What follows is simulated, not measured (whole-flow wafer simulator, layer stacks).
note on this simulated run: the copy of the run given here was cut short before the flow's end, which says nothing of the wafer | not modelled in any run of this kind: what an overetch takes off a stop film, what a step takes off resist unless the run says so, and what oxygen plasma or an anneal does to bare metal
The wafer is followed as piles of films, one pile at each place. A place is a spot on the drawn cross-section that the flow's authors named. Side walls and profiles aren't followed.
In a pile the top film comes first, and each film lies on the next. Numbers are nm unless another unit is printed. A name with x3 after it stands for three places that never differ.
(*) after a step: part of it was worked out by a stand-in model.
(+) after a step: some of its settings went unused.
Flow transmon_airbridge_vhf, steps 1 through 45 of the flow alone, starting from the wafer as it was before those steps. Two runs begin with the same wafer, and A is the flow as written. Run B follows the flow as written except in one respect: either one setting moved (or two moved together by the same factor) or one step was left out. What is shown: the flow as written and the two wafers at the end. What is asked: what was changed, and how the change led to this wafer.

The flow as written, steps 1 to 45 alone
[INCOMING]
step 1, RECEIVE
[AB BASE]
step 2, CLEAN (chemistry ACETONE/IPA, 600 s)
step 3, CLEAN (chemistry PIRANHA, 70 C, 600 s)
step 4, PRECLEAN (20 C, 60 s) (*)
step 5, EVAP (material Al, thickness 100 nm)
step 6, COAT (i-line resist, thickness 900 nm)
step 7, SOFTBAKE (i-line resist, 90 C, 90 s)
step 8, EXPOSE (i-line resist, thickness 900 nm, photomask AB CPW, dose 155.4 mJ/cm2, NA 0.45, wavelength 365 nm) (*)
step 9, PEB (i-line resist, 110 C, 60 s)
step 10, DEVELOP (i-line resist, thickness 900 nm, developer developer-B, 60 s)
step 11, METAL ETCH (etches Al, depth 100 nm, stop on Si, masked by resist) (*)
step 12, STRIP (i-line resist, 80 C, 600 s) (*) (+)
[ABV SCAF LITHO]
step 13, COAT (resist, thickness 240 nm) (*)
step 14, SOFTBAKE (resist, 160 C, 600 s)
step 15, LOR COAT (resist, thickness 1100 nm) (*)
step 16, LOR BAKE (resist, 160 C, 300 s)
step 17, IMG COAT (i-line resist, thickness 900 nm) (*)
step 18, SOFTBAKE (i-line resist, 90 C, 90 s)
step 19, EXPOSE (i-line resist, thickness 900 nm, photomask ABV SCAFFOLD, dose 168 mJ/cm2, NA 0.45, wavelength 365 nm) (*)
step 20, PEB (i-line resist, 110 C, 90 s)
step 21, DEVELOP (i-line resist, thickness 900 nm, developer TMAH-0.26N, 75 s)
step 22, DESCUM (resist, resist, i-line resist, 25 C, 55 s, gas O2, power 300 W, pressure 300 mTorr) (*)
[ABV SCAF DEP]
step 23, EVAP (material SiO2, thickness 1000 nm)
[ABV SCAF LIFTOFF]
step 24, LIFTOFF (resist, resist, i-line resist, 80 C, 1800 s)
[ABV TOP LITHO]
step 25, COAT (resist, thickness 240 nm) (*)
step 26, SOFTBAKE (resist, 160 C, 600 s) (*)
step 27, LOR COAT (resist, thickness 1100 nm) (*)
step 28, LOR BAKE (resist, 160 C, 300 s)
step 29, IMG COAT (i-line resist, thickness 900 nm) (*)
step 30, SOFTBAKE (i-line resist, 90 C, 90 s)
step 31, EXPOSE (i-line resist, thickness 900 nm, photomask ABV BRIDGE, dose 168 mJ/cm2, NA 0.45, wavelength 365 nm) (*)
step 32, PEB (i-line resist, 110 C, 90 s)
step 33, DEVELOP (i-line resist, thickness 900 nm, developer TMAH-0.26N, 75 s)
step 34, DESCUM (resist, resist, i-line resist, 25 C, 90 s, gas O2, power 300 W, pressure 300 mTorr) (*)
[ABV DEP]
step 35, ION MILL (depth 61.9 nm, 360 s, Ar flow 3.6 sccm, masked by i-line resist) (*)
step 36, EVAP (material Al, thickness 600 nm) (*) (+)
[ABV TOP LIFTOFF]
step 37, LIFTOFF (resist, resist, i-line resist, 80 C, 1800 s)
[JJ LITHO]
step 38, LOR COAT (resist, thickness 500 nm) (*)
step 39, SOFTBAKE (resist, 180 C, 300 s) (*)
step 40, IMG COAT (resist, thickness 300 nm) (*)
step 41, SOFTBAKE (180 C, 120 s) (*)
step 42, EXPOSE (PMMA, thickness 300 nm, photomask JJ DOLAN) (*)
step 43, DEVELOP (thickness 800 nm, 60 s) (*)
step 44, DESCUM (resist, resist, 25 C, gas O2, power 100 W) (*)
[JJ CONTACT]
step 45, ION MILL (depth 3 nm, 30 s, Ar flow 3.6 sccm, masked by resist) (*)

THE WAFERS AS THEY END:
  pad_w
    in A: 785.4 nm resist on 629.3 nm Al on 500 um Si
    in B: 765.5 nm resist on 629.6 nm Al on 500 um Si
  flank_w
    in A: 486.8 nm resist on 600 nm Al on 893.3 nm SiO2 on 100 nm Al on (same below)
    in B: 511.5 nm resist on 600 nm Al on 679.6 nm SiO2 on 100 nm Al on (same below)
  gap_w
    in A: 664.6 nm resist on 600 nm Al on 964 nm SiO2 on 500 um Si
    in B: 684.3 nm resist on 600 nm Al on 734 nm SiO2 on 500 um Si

Cause: step 23, EVAP: thickness 770 nm was run, while the flow as written has thickness 1000 nm.

How this came from the change, step by step:
  step 23, EVAP (material SiO2, thickness 1000 nm)
      field x3, jj_line, ground_far and 10 more: A +1000 SiO2 (new film) | B +770 SiO2 (new film)
      flank_w, flank_e: A +929.3 SiO2 (new film) | B +715.6 SiO2 (new film)
  step 24, LIFTOFF (resist, resist, i-line resist, 80 C, 1800 s)
      field x3, jj_line, trace_open_s x2: A -1000 SiO2 (all of it), -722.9 i-line resist (all of it), -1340 resist (all of it) | B -770 SiO2 (all of it), -722.9 i-line resist (all of it), -1340 resist (all of it)
      pad_w, pad_e: A -1000 SiO2 (all of it), -718 i-line resist (all of it), -1330.2 resist (all of it) | B -770 SiO2 (all of it), -718 i-line resist (all of it), -1330.2 resist (all of it)
      (also at 1 further place)
  step 25, COAT (resist, thickness 240 nm) (*)
      flank_w, flank_e: A +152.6 resist (new film) | B +160.4 resist (new film)
      gap_w, gap_e: A +210.7 resist (new film) | B +220.6 resist (new film)
      (also at 6 further places)
  step 27, LOR COAT (resist, thickness 1100 nm) (*)
      gap_w, gap_e: A +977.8 resist | B +1009.7 resist
      margin_s, margin_n: A +823.4 resist | B +879.2 resist
      (also at 6 further places)
  step 29, IMG COAT (i-line resist, thickness 900 nm) (*)
      gap_w, gap_e: A +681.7 i-line resist (new film) | B +737.6 i-line resist (new film)
      margin_s, margin_n: A +603.2 i-line resist (new film) | B +676 i-line resist (new film)
      (also at 7 further places)
  step 32, PEB (i-line resist, 110 C, 90 s)
      pad_w, pad_e: A -51 i-line resist | B -49.9 i-line resist
      flank_w, flank_e: A -38.3 i-line resist | B -40.6 i-line resist
      (also at 7 further places)
  step 33, DEVELOP (i-line resist, thickness 900 nm, developer TMAH-0.26N, 75 s)
      gap_w, gap_e: A -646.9 i-line resist (all of it), -977.8 resist | B -699.9 i-line resist (all of it), -1009.7 resist
      pad_w: A -937.2 i-line resist (all of it), -1247.8 resist | B -917.7 i-line resist (all of it), -1211.9 resist
      (also at 5 further places)
  step 34, DESCUM (resist, resist, i-line resist, 25 C, 90 s, gas O2, power 300 W, pressure 300 mTorr) (*)
      flank_w, flank_e: A -152.6 resist (all of it) | B -160.4 resist (all of it)
      gap_w, gap_e: A -210.7 resist (all of it) | B -220.6 resist (all of it)
      (also at 4 further places)
  step 37, LIFTOFF (resist, resist, i-line resist, 80 C, 1800 s)
      margin_s, margin_n: A -600 Al (all of it), -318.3 i-line resist (all of it), -992 resist (all of it) | B -600 Al (all of it), -387.3 i-line resist (all of it), -1061.1 resist (all of it)
      ground_far: A -600 Al (all of it), -717.9 i-line resist (all of it), -1384.9 resist (all of it) | B -600 Al (all of it), -689.2 i-line resist (all of it), -1377.1 resist (all of it)
  step 38, LOR COAT (resist, thickness 500 nm) (*)
      pad_w, pad_e: A +517 resist (new film) | B +503.5 resist (new film)
      flank_w, flank_e: A +306.5 resist (new film) | B +323.8 resist (new film)
      (also at 6 further places)
  step 40, IMG COAT (resist, thickness 300 nm) (*)
      pad_w, pad_e: A +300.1 resist | B +293.8 resist
      flank_w, flank_e: A +212.1 resist | B +219.5 resist
      (also at 6 further places)
